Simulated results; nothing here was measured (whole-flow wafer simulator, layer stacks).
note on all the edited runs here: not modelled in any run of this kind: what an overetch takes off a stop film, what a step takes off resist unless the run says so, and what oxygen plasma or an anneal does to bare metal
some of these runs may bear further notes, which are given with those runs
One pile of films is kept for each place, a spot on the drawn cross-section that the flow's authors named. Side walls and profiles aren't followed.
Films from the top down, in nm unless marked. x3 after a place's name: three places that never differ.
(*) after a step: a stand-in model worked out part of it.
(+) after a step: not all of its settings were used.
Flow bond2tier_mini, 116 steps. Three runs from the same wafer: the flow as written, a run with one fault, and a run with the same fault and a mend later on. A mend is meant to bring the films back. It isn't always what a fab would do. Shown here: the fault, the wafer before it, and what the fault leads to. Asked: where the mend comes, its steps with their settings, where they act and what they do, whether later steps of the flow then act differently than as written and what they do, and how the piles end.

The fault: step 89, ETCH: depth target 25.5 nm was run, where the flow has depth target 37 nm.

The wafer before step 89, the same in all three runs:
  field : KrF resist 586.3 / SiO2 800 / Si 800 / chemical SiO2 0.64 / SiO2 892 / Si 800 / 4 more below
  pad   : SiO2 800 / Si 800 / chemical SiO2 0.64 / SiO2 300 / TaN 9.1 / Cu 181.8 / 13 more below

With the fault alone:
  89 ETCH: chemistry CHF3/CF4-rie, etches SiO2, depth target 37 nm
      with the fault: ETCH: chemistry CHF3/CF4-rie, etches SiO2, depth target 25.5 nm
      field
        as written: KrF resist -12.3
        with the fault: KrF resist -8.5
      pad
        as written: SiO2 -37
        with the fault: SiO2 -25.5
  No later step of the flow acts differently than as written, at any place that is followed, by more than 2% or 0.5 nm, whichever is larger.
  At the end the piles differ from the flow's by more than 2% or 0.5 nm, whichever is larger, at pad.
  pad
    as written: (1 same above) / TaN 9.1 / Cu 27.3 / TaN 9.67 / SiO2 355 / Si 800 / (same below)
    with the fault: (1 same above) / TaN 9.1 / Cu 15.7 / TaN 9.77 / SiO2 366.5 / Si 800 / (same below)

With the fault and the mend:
  The mend comes after step 90.
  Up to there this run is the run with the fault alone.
  90a COAT: KrF resist, thickness 600 nm (*) (the flow's step 84 once more)
      field
        KrF resist +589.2 (new film)
      pad
        KrF resist +611.3 (new film)
  90b SOFTBAKE: KrF resist (the flow's step 85 once more)
      changes no film at any place that is followed
  90c EXPOSE: photomask T3TRIM, NA 0.6 (the flow's step 86 once more)
      changes no film at any place that is followed
  90d PEB: KrF resist (the flow's step 87 once more)
      changes no film at any place that is followed
  90e DEVELOP: developer TMAH-0.26N, 60 s (the flow's step 88 once more)
      field
        KrF resist -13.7
      pad
        KrF resist -611.3 (all of it)
  90f ETCH: chemistry CHF3/CF4-rie, etches SiO2, depth target 11.5 nm (the flow's step 89 once more, with other settings)
      field
        KrF resist -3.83
      pad
        SiO2 -11.5
  90g STRIP: chemistry O2, over-ash 100% (+) (the flow's step 90 once more)
      field
        KrF resist -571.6 (all of it)
  No later step of the flow acts differently than as written at any place that is followed.
  At the end the piles are the same as the flow's at every place that both follow.
